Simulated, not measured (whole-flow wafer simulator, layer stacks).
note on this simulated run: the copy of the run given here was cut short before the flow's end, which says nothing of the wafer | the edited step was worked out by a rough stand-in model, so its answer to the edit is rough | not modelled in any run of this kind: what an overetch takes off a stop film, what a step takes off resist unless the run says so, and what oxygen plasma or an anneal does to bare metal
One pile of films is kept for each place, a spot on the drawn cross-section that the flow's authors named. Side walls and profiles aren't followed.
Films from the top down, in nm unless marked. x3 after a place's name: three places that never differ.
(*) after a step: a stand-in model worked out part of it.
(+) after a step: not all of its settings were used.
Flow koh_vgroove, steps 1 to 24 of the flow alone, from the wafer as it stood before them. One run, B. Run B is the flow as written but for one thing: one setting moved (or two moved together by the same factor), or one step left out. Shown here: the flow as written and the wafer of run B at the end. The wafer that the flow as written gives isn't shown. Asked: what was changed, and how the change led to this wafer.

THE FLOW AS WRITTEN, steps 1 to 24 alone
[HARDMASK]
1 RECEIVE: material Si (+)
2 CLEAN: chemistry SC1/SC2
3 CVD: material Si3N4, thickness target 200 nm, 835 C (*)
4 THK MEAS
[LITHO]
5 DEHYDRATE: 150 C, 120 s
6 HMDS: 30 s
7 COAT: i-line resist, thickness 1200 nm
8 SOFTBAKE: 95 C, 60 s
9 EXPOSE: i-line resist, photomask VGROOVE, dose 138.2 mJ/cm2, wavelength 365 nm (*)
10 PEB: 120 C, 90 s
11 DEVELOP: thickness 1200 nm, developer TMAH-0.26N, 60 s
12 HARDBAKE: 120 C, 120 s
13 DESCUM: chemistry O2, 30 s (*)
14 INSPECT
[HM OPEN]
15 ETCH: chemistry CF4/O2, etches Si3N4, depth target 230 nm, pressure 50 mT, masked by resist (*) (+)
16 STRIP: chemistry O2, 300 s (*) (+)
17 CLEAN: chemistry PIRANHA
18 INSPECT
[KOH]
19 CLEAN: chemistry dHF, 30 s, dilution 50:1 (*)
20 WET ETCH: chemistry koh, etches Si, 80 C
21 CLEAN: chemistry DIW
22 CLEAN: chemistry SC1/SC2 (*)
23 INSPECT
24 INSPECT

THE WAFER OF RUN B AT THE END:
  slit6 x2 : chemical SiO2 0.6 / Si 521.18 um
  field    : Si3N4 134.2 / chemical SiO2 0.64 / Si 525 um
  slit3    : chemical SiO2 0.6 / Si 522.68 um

The cause: step 3, CVD: thickness target 135 nm was run, where the flow has thickness target 200 nm.

How the change led to this, step by step:
  3 CVD: material Si3N4, thickness target 200 nm, 835 C (*)
      field, slit3, slit2, slit6 x2: Si3N4 +135 (new film) (as written it would be: Si3N4 +200 (new film))
  15 ETCH: chemistry CF4/O2, etches Si3N4, depth target 230 nm, pressure 50 mT, masked by resist (*) (+)
      slit3, slit2, slit6 x2: Si3N4 -135 (all of it), chemical SiO2 -0.64 (all of it), Si -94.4 (as written it would be: Si3N4 -200 (all of it), chemical SiO2 -0.64 (all of it), Si -29.4)
